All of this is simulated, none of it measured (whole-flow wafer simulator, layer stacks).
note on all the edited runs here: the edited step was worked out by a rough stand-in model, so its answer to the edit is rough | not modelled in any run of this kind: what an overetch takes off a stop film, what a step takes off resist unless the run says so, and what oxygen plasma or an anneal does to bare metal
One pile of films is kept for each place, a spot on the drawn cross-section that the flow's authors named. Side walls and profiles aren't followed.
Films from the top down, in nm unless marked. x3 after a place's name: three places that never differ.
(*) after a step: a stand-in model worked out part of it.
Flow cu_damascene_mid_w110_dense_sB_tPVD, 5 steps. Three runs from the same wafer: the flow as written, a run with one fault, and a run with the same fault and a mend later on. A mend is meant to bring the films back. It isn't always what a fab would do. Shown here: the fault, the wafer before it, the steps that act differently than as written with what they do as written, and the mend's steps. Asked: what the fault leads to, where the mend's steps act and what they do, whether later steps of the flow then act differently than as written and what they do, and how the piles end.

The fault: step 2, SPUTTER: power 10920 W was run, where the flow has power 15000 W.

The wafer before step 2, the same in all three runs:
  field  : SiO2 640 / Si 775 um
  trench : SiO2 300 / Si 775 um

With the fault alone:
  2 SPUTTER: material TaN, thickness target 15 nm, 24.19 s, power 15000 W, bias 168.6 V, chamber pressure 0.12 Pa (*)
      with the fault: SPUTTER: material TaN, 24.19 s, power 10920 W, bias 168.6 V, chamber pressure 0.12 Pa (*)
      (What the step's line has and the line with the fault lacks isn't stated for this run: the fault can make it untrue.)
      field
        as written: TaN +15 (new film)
        with the fault: TaN +10.9 (new film)
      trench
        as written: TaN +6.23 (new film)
        with the fault: TaN +4.53 (new film)
  No later step of the flow acts differently than as written, at any place that is followed, by more than 2% or 0.5 nm, whichever is larger.
  At the end the piles differ from the flow's by more than 2% or 0.5 nm, whichever is larger, at field, trench.
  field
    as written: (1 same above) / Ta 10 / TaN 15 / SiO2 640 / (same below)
    with the fault: (1 same above) / Ta 10 / TaN 10.9 / SiO2 640 / (same below)
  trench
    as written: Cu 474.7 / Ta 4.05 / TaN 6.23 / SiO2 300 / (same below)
    with the fault: Cu 472.3 / Ta 4.1 / TaN 4.53 / SiO2 300 / (same below)

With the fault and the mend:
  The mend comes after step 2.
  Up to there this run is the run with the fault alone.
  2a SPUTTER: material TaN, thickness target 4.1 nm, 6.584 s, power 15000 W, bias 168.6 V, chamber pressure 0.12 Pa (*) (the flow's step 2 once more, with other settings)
      field
        TaN +4.1
      trench
        TaN +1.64
  No later step of the flow acts differently than as written, at any place that is followed, by more than 2% or 0.5 nm, whichever is larger.
  At the end the piles differ from the flow's only slightly at the places that both follow, by at most 2% or 0.5 nm, whichever is larger.
